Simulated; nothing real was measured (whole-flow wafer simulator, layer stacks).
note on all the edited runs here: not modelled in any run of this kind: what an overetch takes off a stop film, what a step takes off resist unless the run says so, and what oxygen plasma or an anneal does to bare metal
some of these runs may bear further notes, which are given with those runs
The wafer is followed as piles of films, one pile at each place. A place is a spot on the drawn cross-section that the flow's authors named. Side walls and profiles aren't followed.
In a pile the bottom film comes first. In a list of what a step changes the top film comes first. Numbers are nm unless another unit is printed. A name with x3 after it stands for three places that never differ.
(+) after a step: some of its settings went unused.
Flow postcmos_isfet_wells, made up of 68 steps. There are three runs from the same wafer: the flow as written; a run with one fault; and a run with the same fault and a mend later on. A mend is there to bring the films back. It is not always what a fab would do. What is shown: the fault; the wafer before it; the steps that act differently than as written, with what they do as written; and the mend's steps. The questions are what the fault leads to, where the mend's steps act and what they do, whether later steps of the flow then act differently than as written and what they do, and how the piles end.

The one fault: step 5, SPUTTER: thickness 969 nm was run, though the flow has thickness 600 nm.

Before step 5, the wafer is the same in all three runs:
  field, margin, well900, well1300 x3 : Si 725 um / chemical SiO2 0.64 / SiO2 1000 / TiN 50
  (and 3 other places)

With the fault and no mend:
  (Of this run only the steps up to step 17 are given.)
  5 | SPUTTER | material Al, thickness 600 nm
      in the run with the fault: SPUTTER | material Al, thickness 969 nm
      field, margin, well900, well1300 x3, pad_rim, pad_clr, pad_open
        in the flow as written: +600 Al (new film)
        in the run with the fault: +969 Al (new film)
  Steps later in the flow that act otherwise than as written:
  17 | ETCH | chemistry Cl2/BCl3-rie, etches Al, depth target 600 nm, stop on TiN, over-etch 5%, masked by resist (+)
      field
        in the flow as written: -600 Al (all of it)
        in the run with the fault: -600 Al
  The piles after step 17 differ from the flow's at field, margin, well900, well1300 x3, pad_rim, pad_clr, pad_open by more than 2% or 0.5 nm, whichever is larger.
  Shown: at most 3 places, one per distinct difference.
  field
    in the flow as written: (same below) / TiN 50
    in the run with the fault: (same below) / TiN 50 / Al 369
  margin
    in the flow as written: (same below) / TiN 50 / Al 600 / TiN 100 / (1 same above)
    in the run with the fault: (same below) / TiN 50 / Al 969 / TiN 100 / (1 same above)

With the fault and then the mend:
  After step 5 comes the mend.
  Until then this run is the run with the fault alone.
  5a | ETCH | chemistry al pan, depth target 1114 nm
      field, margin, well900, well1300 x3, pad_rim, pad_clr, pad_open
        -969 Al (all of it)
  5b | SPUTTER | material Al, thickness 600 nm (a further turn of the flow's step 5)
      field, margin, well900, well1300 x3, pad_rim, pad_clr, pad_open
        +600 Al (new film)
  Every later step of the flow that is run acts as written at every place that is followed.
  The piles end the same as the flow's at every place that both follow.
